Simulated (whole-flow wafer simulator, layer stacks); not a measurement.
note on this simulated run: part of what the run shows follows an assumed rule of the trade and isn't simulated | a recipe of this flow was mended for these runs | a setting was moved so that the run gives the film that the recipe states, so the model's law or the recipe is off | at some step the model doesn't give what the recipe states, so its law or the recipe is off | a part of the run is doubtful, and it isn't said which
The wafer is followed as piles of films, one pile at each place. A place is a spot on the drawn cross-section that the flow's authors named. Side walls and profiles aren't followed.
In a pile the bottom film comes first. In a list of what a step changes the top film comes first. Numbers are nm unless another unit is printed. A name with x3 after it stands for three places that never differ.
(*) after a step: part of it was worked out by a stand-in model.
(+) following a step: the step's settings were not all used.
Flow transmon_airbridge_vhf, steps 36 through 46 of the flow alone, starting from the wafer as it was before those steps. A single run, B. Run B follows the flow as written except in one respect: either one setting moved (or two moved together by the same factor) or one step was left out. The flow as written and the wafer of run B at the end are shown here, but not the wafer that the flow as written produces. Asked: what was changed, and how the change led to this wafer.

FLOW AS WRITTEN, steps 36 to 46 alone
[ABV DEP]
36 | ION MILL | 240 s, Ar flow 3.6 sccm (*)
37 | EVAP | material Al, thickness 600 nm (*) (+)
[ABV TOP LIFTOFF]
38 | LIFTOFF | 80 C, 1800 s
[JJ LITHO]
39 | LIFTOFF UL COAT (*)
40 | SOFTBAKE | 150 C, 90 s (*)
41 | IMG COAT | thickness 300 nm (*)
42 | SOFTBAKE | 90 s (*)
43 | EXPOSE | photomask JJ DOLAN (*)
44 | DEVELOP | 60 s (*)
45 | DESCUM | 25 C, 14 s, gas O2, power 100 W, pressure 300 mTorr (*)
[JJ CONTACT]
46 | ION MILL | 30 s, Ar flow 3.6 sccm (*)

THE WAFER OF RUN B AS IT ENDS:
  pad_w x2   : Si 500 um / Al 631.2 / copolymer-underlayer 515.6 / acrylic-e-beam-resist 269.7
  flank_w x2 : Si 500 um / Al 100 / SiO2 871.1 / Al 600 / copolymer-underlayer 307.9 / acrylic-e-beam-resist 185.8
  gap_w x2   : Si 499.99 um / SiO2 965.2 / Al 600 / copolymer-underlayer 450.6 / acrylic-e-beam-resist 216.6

The reason: step 36, ION MILL: 348 s was run, whereas the flow has 240 s.

How this came from the change, step by step:
  36 | ION MILL | 240 s, Ar flow 3.6 sccm (*)
      field x3, jj_line, ground_far, trace_open_s x2, margin_s, margin_n: -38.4 i-line-resist (in the flow as written it would be: -26.5 i-line-resist)
      flank_w x2, gap_w x2, cpw_trace, bridge_strip: -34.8 SiO2 (in the flow as written it would be: -24 SiO2)
      (and at 2 other places as well)
  38 | LIFTOFF | 80 C, 1800 s
      margin_s, margin_n: -600 Al (all of it), -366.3 i-line-resist (all of it), -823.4 lift-off-underlayer (all of it), -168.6 acrylic-e-beam-resist (all of it) (in the flow as written it would be: -600 Al (all of it), -378.2 i-line-resist (all of it), -823.4 lift-off-underlayer (all of it), -168.6 acrylic-e-beam-resist (all of it))
